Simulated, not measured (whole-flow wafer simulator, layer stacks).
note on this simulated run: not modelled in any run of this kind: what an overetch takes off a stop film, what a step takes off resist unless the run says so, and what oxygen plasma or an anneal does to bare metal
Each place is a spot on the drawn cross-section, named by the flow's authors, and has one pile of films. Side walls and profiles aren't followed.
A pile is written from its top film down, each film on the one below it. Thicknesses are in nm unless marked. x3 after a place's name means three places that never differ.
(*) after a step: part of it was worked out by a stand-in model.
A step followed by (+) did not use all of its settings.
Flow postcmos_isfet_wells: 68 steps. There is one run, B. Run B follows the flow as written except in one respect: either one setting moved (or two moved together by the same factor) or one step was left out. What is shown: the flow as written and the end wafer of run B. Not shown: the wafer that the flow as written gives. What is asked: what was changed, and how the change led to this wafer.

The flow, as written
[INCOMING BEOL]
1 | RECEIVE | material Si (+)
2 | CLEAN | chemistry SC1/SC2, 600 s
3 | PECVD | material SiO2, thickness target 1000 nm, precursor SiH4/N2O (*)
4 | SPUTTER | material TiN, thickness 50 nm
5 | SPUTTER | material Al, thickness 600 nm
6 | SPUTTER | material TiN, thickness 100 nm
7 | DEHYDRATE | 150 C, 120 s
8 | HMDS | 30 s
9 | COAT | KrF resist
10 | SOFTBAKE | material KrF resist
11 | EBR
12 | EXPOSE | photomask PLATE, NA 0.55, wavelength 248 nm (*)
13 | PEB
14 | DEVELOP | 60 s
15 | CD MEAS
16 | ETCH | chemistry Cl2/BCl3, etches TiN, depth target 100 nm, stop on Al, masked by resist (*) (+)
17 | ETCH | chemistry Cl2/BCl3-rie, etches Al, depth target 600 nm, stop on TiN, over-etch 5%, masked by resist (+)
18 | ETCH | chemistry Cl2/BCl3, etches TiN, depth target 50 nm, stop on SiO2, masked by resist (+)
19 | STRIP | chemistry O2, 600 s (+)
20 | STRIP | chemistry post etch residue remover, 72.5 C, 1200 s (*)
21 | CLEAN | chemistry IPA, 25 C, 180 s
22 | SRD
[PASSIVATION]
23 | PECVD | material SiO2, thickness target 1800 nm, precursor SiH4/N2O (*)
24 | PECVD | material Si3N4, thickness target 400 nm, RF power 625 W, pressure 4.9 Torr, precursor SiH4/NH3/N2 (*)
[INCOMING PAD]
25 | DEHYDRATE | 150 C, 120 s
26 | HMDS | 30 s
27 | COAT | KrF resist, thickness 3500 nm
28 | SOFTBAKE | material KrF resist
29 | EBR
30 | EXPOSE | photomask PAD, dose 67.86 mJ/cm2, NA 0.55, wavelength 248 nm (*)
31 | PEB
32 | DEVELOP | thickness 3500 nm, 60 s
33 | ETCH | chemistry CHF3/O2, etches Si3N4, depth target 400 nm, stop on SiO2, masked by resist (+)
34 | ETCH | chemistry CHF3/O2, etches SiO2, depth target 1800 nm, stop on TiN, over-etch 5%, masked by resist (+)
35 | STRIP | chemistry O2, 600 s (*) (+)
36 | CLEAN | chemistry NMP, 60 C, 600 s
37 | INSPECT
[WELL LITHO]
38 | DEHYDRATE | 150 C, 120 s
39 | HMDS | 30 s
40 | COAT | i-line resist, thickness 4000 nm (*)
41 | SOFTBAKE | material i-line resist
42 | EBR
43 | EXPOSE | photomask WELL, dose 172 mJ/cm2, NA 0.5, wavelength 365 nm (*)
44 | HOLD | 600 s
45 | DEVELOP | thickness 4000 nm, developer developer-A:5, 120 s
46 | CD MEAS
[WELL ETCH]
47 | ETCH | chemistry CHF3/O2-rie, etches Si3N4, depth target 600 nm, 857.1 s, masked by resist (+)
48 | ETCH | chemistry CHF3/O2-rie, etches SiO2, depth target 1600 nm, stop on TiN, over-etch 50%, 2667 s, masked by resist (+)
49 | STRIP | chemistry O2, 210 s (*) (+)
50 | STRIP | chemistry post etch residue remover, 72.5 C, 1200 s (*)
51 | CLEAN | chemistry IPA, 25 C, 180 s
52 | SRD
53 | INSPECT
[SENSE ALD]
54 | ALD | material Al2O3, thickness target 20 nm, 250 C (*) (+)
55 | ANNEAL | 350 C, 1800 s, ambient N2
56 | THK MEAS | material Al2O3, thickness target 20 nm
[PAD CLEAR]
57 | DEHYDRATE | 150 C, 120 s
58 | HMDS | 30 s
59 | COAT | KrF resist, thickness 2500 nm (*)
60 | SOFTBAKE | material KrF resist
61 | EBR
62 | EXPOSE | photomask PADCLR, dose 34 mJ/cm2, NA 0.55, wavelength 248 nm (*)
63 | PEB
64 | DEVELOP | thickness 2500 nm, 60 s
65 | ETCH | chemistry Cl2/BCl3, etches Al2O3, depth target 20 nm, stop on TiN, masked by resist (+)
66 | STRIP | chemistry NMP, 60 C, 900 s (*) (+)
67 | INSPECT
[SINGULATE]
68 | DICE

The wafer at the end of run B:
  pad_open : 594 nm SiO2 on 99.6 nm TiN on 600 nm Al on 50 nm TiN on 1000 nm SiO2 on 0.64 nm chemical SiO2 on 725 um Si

Cause: step 34, ETCH: depth target 1206 nm was run, though the flow has depth target 1800 nm.

The path from the change to this, step by step:
  34 | ETCH | chemistry CHF3/O2, etches SiO2, depth target 1800 nm, stop on TiN, over-etch 5%, masked by resist (+)
      pad_open: SiO2 loses 1206 (in the flow as written it would be: SiO2 loses 1800 (all of it))
      field, margin, well900, well1300 x3, pad_rim, pad_clr: KrF resist loses 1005 (in the flow as written it would be: KrF resist loses 1500)
  35 | STRIP | chemistry O2, 600 s (*) (+)
      field, margin, well900, well1300 x3, pad_rim, pad_clr: KrF resist loses 2108.3 (all of it) (in the flow as written it would be: KrF resist loses 1613.3 (all of it))
  40 | COAT | i-line resist, thickness 4000 nm (*)
      pad_clr: i-line resist gains 3445.3 (new film) (in the flow as written it would be: i-line resist gains 3256.8 (new film))
      pad_open: i-line resist gains 4590.6 (new film) (in the flow as written it would be: i-line resist gains 4804.7 (new film))
  41 | SOFTBAKE | material i-line resist
      pad_clr: i-line resist loses 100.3 (in the flow as written it would be: i-line resist loses 156.7)
      pad_open: i-line resist gains 87.6 (in the flow as written it would be: i-line resist gains 115.3)
  49 | STRIP | chemistry O2, 210 s (*) (+)
      pad_clr: i-line resist loses 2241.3 (all of it) (in the flow as written it would be: i-line resist loses 1996.5 (all of it))
      pad_open: i-line resist loses 3574.5 (all of it) (in the flow as written it would be: i-line resist loses 3816.3 (all of it))
  59 | COAT | KrF resist, thickness 2500 nm (*)
      pad_rim: KrF resist gains 2115 (new film) (in the flow as written it would be: KrF resist gains 1976.4 (new film))
      pad_clr: KrF resist gains 1896.5 (new film) (in the flow as written it would be: KrF resist gains 1691.6 (new film))
      (also at 1 further place)
  60 | SOFTBAKE | material KrF resist
      pad_clr: KrF resist loses 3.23 (in the flow as written it would be: KrF resist loses 3.77)
  63 | PEB
      pad_rim: KrF resist loses 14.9 (in the flow as written it would be: KrF resist loses 13.9)
      pad_clr: KrF resist loses 13.3 (in the flow as written it would be: KrF resist loses 11.8)
      (also at 1 further place)
  64 | DEVELOP | thickness 2500 nm, 60 s
      pad_clr: KrF resist loses 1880 (all of it) (in the flow as written it would be: KrF resist loses 1676 (all of it))
      pad_open: KrF resist loses 2893.2 (all of it) (in the flow as written it would be: KrF resist loses 3045.1 (all of it))
  66 | STRIP | chemistry NMP, 60 C, 900 s (*) (+)
      pad_rim: KrF resist loses 2061.1 (all of it) (in the flow as written it would be: KrF resist loses 1923.7 (all of it))
